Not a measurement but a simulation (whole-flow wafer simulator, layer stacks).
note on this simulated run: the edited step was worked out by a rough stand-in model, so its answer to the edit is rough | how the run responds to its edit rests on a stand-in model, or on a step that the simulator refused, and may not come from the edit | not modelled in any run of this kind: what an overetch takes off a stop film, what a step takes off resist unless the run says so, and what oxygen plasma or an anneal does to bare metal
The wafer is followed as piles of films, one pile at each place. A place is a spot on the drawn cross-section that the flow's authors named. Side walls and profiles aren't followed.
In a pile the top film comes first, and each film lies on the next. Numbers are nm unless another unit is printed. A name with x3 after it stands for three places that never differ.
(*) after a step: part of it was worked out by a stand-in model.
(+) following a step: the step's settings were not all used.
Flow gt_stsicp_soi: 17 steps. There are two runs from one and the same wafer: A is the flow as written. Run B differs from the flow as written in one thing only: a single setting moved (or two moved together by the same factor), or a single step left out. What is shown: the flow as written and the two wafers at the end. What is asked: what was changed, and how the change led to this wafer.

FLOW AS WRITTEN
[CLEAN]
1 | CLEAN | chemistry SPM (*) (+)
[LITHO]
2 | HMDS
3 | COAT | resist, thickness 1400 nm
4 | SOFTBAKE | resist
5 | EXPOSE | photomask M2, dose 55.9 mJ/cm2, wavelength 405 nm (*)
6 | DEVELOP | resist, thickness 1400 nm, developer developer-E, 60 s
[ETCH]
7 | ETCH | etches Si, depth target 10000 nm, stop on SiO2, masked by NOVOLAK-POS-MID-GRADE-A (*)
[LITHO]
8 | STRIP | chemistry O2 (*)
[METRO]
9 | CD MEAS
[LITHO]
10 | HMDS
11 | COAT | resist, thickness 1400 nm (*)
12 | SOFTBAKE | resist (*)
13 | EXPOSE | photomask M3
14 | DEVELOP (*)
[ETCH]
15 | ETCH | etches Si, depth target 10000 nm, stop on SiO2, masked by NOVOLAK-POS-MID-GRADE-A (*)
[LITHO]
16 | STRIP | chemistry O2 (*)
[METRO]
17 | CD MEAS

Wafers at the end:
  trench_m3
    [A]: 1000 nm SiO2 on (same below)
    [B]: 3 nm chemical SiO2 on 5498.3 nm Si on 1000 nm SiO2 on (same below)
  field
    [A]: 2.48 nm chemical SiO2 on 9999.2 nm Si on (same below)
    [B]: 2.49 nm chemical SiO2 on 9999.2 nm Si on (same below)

What caused this: step 15, ETCH: depth target 4500 nm was run, whereas the flow has depth target 10000 nm.

The path from the change to this, step by step:
  15 | ETCH | etches Si, depth target 10000 nm, stop on SiO2, masked by NOVOLAK-POS-MID-GRADE-A (*)
      trench_m3: A chemical SiO2 loses 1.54 (all of it), Si loses 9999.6 (all of it) | B chemical SiO2 loses 1.54 (all of it), Si loses 4500
      field, trench_m2: A resist loses 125 | B resist loses 56.2
  16 | STRIP | chemistry O2 (*)
      trench_m3: A nothing | B chemical SiO2 gains 3 (new film), Si loses 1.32
      field: A resist loses 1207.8 (all of it), chemical SiO2 gains 0.94, Si loses 0.41 | B resist loses 1276.5 (all of it), chemical SiO2 gains 0.94, Si loses 0.42
